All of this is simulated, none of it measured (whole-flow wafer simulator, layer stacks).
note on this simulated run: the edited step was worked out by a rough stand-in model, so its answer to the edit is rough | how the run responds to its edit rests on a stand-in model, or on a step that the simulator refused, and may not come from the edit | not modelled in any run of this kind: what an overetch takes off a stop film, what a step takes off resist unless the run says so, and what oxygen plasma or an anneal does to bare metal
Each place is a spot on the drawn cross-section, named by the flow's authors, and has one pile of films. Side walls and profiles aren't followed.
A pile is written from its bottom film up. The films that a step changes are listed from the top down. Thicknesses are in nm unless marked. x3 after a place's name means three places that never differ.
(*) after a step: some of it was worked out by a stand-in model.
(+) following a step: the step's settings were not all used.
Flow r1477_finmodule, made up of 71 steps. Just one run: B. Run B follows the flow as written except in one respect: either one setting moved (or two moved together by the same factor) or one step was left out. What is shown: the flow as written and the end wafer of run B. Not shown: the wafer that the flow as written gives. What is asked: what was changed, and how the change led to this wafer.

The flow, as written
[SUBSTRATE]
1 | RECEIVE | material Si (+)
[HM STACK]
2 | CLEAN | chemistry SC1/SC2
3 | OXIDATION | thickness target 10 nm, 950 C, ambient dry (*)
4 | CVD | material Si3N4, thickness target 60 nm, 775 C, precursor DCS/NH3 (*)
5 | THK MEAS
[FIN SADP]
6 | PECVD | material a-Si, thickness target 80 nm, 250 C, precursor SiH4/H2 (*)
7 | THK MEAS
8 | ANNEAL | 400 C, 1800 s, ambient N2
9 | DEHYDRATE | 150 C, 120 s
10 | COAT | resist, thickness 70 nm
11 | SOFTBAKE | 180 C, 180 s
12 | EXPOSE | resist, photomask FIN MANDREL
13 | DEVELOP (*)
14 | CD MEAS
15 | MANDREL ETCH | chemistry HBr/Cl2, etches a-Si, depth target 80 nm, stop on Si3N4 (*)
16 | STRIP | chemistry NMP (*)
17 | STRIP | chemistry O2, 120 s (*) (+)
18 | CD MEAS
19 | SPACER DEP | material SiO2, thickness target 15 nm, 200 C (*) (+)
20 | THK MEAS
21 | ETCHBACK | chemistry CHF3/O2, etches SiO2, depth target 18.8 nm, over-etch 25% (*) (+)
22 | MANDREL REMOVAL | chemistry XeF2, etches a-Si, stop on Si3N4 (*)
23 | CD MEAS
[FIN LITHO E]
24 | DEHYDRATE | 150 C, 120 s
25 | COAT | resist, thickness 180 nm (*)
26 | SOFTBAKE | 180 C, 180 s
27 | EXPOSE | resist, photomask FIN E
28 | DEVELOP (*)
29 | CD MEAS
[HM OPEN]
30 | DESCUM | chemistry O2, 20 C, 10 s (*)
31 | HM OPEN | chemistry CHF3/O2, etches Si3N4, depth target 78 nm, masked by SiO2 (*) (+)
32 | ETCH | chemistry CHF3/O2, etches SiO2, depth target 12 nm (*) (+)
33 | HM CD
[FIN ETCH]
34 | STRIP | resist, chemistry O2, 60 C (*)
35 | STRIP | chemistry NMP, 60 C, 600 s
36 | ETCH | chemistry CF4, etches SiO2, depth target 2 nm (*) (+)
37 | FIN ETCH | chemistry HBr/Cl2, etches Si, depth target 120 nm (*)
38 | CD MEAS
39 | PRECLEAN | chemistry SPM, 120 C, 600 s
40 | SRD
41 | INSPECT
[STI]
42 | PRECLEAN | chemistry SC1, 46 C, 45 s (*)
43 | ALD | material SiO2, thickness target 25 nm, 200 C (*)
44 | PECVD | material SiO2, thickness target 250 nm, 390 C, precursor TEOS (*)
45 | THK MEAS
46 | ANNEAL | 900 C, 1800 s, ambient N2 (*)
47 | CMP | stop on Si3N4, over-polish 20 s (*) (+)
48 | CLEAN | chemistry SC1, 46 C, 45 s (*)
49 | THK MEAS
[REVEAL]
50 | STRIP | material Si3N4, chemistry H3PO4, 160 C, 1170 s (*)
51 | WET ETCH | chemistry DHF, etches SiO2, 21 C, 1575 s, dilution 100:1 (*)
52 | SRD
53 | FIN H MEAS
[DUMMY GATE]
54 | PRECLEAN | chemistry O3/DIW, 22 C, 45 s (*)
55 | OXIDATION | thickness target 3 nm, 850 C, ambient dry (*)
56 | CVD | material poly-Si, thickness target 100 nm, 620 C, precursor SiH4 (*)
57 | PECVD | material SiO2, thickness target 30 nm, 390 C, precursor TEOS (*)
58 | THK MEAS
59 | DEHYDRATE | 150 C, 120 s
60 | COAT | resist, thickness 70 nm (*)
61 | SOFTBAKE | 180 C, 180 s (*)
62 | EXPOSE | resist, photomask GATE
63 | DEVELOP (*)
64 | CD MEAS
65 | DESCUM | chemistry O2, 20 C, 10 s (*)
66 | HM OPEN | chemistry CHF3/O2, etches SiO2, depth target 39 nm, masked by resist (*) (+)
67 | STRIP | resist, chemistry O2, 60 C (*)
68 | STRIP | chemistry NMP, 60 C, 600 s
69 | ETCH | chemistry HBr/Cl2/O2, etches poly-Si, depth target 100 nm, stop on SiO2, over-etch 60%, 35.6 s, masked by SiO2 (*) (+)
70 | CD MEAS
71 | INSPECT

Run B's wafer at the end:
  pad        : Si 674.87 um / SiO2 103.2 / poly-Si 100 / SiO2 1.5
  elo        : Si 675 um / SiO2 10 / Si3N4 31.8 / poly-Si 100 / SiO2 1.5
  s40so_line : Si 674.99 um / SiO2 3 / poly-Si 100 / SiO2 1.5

What caused this: step 57, PECVD: thickness target 45.8 nm was run, whereas the flow has thickness target 30 nm.

Step by step, how the change led to this:
  57 | PECVD | material SiO2, thickness target 30 nm, 390 C, precursor TEOS (*)
      pad, padg, elg and 33 more: SiO2 gains 45.8 (new film) (in the flow as written it would be: SiO2 gains 30 (new film))
  66 | HM OPEN | chemistry CHF3/O2, etches SiO2, depth target 39 nm, masked by resist (*) (+)
      pad, elo, eso and 15 more: SiO2 loses 39 (in the flow as written it would be: SiO2 loses 30 (all of it), poly-Si loses 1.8)
  67 | STRIP | resist, chemistry O2, 60 C (*)
      pad, elo, eso and 15 more: nothing (in the flow as written it would be: chemical SiO2 gains 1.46 (new film), poly-Si loses 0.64)
  69 | ETCH | chemistry HBr/Cl2/O2, etches poly-Si, depth target 100 nm, stop on SiO2, over-etch 60%, 35.6 s, masked by SiO2 (*) (+)
      pad, eso, e40so and 8 more: SiO2 loses 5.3 (in the flow as written it would be: chemical SiO2 loses 1.46 (all of it), poly-Si loses 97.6 (all of it), SiO2 loses 0.42)
      elo, e40lo, e100lo, e200lo: SiO2 loses 5.3 (in the flow as written it would be: chemical SiO2 loses 1.46 (all of it), poly-Si loses 97.6 (all of it), Si3N4 loses 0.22)
      (also at 3 further places)
